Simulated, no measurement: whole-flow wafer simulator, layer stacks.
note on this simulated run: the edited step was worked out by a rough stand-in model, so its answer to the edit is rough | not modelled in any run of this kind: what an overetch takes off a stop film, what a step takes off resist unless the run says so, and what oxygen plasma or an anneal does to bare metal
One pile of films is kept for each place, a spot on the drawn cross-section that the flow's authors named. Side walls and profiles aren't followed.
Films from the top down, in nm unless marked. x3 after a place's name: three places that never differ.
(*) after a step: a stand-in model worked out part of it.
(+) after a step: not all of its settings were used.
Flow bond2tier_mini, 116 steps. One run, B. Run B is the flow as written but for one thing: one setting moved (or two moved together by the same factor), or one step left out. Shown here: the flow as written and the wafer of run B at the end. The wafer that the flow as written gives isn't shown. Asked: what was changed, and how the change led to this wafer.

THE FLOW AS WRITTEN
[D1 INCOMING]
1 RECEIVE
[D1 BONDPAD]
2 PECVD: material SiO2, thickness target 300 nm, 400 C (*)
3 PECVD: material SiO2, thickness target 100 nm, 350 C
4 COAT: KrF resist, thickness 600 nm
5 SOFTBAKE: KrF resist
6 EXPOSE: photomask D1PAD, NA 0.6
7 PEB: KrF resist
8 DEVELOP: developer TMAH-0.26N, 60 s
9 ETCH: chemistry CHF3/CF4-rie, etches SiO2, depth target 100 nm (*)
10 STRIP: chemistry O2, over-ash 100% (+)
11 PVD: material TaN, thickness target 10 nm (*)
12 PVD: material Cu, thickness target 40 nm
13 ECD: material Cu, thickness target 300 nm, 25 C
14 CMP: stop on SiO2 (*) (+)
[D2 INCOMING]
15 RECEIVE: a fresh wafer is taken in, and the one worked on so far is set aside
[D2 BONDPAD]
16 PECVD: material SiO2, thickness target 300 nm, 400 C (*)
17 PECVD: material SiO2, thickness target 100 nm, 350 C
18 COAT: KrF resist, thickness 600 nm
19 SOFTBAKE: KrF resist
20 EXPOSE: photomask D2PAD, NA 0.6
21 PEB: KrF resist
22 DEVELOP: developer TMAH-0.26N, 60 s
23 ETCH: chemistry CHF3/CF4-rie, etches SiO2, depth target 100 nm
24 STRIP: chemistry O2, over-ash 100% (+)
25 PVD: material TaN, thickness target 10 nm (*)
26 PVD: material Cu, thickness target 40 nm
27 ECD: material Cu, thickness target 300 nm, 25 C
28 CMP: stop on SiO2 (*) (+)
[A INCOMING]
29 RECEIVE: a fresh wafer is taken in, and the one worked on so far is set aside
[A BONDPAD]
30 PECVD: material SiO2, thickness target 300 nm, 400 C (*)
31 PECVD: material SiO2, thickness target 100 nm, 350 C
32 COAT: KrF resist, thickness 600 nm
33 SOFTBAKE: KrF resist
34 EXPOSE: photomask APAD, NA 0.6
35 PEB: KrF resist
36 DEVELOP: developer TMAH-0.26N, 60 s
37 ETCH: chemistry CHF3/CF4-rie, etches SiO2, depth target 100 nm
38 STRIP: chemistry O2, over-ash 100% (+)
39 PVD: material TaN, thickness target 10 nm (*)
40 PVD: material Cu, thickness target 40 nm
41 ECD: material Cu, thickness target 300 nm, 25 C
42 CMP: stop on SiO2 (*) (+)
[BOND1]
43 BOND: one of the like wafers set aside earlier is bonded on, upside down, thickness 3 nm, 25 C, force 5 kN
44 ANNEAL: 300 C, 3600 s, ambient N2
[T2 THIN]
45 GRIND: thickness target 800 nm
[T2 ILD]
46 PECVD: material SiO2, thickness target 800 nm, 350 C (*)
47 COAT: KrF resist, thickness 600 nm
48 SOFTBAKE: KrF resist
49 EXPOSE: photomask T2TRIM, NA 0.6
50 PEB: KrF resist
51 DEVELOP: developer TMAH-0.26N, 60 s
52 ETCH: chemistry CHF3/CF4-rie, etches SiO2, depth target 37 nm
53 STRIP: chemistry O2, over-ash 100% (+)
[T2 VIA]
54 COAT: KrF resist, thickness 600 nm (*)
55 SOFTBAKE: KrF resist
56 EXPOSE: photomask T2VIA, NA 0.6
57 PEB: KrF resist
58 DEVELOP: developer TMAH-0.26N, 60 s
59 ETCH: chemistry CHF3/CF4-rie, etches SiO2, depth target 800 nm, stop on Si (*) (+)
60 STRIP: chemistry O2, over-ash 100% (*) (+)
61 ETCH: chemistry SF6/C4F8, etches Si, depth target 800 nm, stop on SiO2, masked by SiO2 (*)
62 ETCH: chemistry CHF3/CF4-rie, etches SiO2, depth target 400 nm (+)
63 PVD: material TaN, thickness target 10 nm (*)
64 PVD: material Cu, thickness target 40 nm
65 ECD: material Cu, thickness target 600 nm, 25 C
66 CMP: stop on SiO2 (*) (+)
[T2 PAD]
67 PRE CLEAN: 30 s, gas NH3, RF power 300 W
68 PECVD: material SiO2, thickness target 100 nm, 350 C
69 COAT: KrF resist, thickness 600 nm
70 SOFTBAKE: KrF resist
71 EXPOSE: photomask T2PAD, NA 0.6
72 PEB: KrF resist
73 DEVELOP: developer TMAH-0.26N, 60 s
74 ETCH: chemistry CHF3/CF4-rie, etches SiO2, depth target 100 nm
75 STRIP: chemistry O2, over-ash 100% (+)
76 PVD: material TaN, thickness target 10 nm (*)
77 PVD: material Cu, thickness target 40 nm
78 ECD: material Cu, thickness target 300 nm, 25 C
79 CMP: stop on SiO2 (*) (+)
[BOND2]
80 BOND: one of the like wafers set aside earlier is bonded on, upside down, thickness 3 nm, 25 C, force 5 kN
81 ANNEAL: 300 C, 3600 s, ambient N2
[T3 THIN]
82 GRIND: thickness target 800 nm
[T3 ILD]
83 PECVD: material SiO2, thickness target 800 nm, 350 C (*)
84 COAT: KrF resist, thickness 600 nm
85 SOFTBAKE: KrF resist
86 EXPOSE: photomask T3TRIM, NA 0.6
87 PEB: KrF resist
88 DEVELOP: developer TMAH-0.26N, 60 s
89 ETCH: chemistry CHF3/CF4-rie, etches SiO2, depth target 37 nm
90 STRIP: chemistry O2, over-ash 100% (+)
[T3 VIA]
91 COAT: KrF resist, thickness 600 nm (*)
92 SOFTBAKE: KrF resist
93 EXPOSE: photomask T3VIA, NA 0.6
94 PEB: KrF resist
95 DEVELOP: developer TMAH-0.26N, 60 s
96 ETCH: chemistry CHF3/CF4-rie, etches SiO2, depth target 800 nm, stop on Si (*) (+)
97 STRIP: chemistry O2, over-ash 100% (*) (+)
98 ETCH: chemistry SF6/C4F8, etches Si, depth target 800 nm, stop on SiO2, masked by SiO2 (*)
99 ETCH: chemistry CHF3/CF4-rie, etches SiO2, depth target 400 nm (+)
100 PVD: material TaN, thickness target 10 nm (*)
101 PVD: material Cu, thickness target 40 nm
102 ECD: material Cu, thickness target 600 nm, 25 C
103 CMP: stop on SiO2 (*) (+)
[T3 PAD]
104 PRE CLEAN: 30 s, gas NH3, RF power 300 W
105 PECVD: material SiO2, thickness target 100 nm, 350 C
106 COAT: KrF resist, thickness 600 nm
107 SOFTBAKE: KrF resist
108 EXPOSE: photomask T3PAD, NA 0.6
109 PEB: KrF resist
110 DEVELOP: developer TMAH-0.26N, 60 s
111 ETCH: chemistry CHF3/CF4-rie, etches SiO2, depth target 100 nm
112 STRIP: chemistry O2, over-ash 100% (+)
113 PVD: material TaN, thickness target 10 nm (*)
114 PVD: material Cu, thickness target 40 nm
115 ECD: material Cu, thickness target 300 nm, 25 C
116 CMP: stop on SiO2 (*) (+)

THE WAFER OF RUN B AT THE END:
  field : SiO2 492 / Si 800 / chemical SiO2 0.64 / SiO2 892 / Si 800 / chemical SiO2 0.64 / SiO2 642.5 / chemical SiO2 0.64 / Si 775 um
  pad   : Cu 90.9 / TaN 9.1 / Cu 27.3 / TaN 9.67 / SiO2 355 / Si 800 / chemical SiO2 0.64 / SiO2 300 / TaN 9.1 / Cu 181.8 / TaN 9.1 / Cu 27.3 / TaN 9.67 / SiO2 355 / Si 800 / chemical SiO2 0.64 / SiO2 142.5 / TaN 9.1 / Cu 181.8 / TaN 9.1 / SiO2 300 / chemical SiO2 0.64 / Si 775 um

The cause: step 2, PECVD: thickness target 142.5 nm was run, where the flow has thickness target 300 nm.
It can be read off the wafer: pad has SiO2 142.5, and step 2 as written asks for 300 nm.

How the change led to this, step by step:
  2 PECVD: material SiO2, thickness target 300 nm, 400 C (*)
      field, pad, via: SiO2 +142.5 (new film) (as written it would be: SiO2 +300 (new film))
  43 BOND: one of the like wafers set aside earlier is bonded on, upside down, thickness 3 nm, 25 C, force 5 kN
      field: Si +775 um (new film), chemical SiO2 +0.64 (new film), SiO2 +242.5 (as written it would be: Si +775 um (new film), chemical SiO2 +0.64 (new film), SiO2 +400)
      pad: Si +775 um (new film), chemical SiO2 +0.64 (new film), SiO2 +142.5 (new film), TaN +9.1 (new film), Cu +90.9 (as written it would be: Si +775 um (new film), chemical SiO2 +0.64 (new film), SiO2 +300 (new film), TaN +9.1 (new film), Cu +90.9)
      (and at 1 more place)
